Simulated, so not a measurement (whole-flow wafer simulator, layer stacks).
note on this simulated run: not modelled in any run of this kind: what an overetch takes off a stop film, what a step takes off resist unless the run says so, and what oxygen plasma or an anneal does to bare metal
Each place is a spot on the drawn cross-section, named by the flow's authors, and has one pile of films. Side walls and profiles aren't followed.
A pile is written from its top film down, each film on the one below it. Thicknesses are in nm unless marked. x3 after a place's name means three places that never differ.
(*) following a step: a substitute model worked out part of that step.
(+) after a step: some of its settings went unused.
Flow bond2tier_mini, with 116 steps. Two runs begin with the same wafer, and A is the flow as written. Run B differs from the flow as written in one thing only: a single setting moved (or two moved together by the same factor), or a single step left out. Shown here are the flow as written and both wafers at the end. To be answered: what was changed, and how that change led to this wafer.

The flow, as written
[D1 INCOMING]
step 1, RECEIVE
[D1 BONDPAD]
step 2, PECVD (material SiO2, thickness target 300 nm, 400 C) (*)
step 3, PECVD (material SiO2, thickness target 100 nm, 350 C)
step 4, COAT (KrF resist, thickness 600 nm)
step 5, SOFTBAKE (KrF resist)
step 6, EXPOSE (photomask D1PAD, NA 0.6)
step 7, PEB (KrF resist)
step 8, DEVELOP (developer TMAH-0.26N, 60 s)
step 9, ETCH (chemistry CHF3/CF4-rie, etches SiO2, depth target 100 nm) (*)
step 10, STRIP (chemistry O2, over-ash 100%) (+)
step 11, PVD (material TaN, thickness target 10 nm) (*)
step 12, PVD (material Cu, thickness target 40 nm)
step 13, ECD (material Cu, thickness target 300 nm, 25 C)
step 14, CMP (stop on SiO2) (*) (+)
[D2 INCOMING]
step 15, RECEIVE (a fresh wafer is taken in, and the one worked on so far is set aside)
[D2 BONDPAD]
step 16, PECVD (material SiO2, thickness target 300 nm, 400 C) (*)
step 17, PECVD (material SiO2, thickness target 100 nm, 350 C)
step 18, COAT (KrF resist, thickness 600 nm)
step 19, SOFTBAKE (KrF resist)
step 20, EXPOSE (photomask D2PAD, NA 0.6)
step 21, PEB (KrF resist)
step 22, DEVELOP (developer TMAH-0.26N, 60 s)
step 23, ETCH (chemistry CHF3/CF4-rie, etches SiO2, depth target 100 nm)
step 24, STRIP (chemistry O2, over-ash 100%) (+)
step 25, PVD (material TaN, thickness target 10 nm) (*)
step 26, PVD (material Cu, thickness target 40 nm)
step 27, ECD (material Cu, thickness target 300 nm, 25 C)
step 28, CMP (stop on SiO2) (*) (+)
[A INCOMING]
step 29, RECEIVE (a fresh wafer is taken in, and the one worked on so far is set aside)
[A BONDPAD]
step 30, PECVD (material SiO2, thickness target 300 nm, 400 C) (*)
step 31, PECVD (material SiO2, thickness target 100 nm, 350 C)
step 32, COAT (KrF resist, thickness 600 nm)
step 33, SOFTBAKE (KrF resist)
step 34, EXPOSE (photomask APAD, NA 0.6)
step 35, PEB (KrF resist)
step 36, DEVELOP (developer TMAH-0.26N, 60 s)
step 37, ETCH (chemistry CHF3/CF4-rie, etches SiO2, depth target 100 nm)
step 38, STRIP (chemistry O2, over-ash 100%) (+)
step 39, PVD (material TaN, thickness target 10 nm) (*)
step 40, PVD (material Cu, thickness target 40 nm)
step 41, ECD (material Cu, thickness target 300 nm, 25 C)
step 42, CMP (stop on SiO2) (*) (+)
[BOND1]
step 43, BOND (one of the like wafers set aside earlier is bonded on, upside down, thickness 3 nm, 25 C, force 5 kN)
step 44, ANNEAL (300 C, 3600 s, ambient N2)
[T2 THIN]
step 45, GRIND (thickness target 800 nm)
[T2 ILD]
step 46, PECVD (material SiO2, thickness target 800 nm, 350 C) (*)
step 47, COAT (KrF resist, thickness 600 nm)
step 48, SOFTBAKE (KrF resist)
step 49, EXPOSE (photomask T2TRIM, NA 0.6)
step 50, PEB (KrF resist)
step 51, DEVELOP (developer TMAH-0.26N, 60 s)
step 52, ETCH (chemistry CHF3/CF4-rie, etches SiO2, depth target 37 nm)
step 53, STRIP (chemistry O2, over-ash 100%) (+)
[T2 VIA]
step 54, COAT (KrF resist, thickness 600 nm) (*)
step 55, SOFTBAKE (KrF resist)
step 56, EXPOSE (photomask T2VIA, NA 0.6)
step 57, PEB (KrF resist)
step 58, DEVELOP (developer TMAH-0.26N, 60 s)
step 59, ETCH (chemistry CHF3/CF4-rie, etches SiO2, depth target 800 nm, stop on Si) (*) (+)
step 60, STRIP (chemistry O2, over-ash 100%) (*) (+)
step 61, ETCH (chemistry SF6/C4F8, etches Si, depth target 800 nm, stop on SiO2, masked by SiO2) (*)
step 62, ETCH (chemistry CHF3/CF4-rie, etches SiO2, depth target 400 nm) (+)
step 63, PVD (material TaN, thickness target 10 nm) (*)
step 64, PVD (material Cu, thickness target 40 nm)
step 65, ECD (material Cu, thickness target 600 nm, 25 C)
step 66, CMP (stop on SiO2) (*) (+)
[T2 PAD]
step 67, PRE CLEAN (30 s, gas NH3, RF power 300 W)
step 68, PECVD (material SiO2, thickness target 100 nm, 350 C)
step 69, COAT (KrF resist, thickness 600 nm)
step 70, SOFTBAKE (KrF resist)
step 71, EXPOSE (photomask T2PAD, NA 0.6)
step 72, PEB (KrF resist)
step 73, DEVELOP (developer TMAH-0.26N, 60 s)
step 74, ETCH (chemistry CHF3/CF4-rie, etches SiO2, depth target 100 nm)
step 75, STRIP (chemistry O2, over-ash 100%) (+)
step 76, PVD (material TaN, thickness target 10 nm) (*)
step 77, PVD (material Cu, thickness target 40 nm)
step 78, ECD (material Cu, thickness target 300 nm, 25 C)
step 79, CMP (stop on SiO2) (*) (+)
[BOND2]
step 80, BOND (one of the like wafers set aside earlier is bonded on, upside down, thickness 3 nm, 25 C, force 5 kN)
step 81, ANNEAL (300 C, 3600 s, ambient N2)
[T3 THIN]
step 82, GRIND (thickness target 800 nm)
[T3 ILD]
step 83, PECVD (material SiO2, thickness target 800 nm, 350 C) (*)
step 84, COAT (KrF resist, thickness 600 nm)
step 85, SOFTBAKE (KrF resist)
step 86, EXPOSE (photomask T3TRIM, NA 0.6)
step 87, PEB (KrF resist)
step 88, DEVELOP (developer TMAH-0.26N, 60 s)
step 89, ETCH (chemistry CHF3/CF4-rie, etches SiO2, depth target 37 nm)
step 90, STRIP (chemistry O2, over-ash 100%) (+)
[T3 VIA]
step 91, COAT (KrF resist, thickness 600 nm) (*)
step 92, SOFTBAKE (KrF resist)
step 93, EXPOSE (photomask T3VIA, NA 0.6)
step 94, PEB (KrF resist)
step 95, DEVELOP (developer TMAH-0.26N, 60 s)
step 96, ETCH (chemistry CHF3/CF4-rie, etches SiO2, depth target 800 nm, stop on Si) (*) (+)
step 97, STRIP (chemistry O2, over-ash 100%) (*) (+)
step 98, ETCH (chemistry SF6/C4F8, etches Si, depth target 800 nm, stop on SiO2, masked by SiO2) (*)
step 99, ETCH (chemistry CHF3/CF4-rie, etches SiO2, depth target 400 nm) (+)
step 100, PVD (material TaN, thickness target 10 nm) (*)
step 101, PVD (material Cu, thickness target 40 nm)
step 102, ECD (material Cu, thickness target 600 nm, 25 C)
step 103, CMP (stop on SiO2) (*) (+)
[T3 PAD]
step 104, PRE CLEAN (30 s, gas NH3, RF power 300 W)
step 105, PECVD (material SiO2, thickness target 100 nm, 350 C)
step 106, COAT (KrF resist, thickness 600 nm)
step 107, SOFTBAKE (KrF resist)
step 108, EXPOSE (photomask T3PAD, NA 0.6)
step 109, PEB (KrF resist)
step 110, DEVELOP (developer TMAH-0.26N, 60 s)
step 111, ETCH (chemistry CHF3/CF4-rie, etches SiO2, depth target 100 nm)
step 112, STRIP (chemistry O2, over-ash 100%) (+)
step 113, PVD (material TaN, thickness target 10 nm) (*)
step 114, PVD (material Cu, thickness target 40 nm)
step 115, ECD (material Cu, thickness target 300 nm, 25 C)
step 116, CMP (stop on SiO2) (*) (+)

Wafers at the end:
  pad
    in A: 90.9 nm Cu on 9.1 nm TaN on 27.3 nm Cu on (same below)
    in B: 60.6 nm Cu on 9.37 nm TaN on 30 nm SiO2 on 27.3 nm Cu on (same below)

Cause: step 111, ETCH: depth target 70 nm was run, whereas the flow has depth target 100 nm.

Step by step, how the change led to this:
  step 111, ETCH (chemistry CHF3/CF4-rie, etches SiO2, depth target 100 nm)
      pad: A -100 SiO2 (all of it) | B -70 SiO2
      field: A -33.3 KrF resist | B -23.3 KrF resist
  step 114, PVD (material Cu, thickness target 40 nm)
      pad: A +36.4 Cu (new film) | B +37.5 Cu (new film)
  step 115, ECD (material Cu, thickness target 300 nm, 25 C)
      pad: A +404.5 Cu | B +373.2 Cu
Taking metal films that touch as one body, pad has 4 bodies (between them, from the top down: SiO2 30; SiO2 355 / Si 800 / chemical SiO2 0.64 / SiO2 300; SiO2 355 / Si 800 / chemical SiO2 0.64 / SiO2 300); the flow as written gives 3 bodies (between them, from the top down: SiO2 355 / Si 800 / chemical SiO2 0.64 / SiO2 300; SiO2 355 / Si 800 / chemical SiO2 0.64 / SiO2 300).
